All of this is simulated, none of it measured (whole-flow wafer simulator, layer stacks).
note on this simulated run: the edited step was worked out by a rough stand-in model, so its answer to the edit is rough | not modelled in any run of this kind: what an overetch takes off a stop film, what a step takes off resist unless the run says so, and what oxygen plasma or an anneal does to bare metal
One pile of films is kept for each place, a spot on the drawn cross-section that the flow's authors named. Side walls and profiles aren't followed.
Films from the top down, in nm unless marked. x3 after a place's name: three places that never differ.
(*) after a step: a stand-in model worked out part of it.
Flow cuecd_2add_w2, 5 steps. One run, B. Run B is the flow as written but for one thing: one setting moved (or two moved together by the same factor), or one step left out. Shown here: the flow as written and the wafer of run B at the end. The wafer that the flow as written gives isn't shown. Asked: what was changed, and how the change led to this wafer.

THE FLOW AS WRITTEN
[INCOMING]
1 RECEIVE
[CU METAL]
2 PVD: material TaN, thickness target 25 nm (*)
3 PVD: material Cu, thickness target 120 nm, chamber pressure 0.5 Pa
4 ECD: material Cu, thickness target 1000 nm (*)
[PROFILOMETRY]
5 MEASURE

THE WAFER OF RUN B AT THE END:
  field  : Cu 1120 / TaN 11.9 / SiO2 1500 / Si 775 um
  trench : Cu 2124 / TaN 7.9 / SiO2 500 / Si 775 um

The cause: step 2, PVD: thickness target 11.9 nm was run, where the flow has thickness target 25 nm.
It can be read off the wafer: field has TaN 11.9, and step 2 as written asks for 25 nm.

How the change led to this, step by step:
  2 PVD: material TaN, thickness target 25 nm (*)
      field: TaN +11.9 (new film) (as written it would be: TaN +25 (new film))
      trench: TaN +7.9 (new film) (as written it would be: TaN +16.6 (new film))
